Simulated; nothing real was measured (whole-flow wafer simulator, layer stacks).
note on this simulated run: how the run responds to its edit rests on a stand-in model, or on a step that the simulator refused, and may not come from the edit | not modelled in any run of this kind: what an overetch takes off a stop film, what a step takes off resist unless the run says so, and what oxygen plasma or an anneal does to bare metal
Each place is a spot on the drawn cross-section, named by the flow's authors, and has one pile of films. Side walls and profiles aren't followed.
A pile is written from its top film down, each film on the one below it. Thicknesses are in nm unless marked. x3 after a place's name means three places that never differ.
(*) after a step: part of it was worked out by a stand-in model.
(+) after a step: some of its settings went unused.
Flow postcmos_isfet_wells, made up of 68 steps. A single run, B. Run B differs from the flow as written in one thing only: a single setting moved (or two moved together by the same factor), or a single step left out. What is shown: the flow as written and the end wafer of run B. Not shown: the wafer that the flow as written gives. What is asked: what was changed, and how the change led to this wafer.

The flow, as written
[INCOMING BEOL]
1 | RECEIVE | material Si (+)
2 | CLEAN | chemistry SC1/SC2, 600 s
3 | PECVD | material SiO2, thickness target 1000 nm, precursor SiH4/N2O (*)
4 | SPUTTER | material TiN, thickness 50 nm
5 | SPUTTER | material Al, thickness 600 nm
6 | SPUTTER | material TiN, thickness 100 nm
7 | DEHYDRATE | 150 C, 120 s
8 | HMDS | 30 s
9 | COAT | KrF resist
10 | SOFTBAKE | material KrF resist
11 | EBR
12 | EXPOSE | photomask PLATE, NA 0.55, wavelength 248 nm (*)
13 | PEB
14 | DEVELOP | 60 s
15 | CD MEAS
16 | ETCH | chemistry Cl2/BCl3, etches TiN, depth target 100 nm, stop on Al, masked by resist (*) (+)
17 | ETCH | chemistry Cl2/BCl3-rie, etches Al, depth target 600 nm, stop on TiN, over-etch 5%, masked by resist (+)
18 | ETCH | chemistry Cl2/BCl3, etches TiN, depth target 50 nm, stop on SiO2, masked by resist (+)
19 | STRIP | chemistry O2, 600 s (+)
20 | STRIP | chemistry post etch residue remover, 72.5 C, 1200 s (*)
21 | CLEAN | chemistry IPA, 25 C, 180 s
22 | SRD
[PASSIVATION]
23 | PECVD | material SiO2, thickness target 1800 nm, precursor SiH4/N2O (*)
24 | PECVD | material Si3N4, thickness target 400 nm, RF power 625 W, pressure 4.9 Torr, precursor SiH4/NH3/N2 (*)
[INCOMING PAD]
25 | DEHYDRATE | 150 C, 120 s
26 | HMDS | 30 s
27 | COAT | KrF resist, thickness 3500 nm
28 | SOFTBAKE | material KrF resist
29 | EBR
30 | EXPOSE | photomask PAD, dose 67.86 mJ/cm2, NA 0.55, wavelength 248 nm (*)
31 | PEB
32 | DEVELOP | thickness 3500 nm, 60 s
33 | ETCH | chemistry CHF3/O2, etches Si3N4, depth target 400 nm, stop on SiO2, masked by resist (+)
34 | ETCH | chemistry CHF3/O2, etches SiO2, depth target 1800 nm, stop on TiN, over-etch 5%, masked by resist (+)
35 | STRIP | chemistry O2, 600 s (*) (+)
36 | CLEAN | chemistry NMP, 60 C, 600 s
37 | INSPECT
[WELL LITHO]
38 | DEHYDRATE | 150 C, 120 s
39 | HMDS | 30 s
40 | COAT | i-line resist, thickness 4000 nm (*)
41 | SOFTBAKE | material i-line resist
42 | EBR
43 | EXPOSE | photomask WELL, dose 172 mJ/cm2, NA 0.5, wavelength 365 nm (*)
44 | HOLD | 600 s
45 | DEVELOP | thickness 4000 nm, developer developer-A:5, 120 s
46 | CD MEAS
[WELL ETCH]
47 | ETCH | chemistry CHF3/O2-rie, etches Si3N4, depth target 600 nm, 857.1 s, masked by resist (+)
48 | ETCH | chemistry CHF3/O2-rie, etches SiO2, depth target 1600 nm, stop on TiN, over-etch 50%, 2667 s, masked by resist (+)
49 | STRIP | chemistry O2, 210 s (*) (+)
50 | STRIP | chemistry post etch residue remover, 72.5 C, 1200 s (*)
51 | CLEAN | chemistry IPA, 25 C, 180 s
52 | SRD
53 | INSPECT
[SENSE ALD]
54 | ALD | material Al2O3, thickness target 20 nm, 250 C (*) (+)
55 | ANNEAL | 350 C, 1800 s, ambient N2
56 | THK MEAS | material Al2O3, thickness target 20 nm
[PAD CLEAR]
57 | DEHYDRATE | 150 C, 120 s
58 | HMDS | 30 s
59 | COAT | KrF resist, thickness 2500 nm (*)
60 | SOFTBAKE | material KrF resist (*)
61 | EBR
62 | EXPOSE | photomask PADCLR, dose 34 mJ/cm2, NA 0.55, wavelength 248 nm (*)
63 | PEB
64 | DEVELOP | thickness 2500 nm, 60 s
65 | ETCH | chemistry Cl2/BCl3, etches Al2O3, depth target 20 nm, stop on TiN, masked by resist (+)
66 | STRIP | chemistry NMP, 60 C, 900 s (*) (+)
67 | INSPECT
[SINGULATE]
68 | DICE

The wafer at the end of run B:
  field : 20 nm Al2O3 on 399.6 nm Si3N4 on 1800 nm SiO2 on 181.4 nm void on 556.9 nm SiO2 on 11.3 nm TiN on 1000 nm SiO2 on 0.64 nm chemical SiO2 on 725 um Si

What caused this: step 18, ETCH: depth target 38.3 nm was run, whereas the flow has depth target 50 nm.

Step by step, how the change led to this:
  18 | ETCH | chemistry Cl2/BCl3, etches TiN, depth target 50 nm, stop on SiO2, masked by resist (+)
      field: -38.3 TiN (in the flow as written it would be: -50 TiN (all of it))
      margin, well900, well1300, well2000, well3000, pad_rim, pad_clr, pad_open: -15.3 KrF resist (in the flow as written it would be: -20 KrF resist)
  23 | PECVD | material SiO2, thickness target 1800 nm, precursor SiH4/N2O (*)
      field: +1800 SiO2 (new film), +181.4 void (new film), +556.9 SiO2 (new film) (in the flow as written it would be: +1800 SiO2 (new film), +189.9 void (new film), +559.7 SiO2)
With metal films that touch counted as one body, field has 1 body; the flow as written gives 0 bodies.
